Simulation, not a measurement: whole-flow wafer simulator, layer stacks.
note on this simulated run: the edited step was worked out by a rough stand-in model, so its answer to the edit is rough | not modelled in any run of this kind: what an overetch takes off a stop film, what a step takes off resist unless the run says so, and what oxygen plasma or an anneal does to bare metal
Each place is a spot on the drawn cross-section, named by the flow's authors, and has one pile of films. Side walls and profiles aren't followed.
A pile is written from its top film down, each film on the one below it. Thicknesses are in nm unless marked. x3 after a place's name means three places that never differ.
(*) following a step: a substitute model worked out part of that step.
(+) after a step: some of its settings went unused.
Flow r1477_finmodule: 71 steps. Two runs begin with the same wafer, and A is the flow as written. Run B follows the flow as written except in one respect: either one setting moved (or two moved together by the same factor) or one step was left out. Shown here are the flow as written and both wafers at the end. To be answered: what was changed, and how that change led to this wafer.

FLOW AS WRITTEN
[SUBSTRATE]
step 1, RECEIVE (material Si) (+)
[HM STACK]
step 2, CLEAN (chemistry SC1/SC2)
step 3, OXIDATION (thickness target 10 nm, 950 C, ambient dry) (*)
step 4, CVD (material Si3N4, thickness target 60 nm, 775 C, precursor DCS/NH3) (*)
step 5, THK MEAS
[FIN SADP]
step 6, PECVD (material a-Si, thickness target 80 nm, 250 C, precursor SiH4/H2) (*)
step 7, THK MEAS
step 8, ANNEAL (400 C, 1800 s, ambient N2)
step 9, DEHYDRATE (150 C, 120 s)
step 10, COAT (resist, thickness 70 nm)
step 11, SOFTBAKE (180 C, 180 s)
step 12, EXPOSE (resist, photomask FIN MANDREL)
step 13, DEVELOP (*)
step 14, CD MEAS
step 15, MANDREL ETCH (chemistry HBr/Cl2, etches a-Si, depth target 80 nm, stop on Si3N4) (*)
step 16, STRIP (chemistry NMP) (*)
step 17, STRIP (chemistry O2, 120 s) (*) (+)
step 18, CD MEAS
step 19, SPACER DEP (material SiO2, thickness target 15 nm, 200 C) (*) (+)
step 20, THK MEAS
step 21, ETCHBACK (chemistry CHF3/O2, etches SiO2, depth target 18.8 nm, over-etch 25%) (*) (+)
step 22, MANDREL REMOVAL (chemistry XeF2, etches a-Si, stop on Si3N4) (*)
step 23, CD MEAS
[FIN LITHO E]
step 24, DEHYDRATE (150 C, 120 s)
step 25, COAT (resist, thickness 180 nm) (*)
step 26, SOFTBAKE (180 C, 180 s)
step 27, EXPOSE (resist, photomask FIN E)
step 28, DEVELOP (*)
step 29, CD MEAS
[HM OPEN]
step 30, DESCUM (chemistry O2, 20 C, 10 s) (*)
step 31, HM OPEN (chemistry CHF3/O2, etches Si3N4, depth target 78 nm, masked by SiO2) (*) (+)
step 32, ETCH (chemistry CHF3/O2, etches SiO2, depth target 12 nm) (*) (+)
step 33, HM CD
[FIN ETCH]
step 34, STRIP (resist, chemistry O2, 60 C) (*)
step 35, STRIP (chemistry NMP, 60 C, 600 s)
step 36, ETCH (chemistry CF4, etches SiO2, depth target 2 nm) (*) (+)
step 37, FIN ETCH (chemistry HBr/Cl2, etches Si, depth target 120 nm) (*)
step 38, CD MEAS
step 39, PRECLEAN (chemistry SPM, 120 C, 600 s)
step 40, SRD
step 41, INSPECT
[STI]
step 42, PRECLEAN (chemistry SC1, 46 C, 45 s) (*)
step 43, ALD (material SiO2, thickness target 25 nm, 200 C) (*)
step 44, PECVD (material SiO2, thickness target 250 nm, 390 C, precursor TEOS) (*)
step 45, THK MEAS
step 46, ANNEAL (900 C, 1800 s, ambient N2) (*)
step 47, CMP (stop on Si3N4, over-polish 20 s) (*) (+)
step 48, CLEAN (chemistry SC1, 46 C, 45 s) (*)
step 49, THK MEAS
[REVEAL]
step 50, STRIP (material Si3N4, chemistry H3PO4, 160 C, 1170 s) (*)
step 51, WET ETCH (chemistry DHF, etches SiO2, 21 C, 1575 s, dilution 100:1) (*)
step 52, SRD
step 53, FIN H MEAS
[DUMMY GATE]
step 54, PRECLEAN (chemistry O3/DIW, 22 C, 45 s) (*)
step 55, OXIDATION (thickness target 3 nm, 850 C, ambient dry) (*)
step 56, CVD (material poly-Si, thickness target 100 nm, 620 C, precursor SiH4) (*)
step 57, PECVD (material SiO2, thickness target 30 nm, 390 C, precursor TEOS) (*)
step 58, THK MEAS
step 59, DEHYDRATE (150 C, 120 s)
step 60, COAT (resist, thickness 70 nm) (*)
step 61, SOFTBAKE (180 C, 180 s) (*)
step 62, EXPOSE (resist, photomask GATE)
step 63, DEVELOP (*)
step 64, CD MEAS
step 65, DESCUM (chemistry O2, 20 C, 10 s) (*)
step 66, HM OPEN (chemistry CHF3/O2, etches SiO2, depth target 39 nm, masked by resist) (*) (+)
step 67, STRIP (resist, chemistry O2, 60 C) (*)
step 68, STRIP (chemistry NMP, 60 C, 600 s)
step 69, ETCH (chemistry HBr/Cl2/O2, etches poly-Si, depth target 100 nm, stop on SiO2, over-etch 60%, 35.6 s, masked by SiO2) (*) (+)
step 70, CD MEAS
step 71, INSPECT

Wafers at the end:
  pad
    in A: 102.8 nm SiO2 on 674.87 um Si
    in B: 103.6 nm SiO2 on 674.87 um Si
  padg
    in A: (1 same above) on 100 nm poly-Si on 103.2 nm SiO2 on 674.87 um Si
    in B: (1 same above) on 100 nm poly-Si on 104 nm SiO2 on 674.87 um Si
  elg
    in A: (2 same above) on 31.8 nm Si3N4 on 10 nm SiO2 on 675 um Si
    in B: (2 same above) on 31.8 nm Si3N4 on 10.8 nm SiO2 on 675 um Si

Cause: step 3, OXIDATION: thickness target 10.8 nm was run, though the flow has thickness target 10 nm.
The wafer itself shows it: elg has SiO2 10.8, and step 3 as written asks for 10 nm.

How this came from the change, step by step:
  step 3, OXIDATION (thickness target 10 nm, 950 C, ambient dry) (*)
      pad, padg, elg and 33 more: A +10 SiO2 (new film), -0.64 chemical SiO2 (all of it), -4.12 Si | B +10.8 SiO2 (new film), -0.64 chemical SiO2 (all of it), -4.47 Si
  step 31, HM OPEN (chemistry CHF3/O2, etches Si3N4, depth target 78 nm, masked by SiO2) (*) (+)
      pad, padg, esg and 13 more: A -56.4 Si3N4 (all of it), -10 SiO2 (all of it) | B -56.4 Si3N4 (all of it), -10.8 SiO2 (all of it)
  step 32, ETCH (chemistry CHF3/O2, etches SiO2, depth target 12 nm) (*) (+)
      s40cg, s45cg, s50cg, s40co, s45co, s50co: A -1 SiO2 (all of it), -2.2 Si | B -1.8 SiO2 (all of it), -2.04 Si
  step 51, WET ETCH (chemistry DHF, etches SiO2, 21 C, 1575 s, dilution 100:1) (*)
      s40sg_line, s45sg_line, s50sg_line, s40so_line, s45so_line, s50so_line: A -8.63 SiO2 (all of it) | B -9.43 SiO2 (all of it)
  step 67, STRIP (resist, chemistry O2, 60 C) (*)
      s45sg: A -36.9 resist (all of it) | B -36.1 resist (all of it)
      s50sg: A -36.8 resist (all of it) | B -36 resist (all of it)
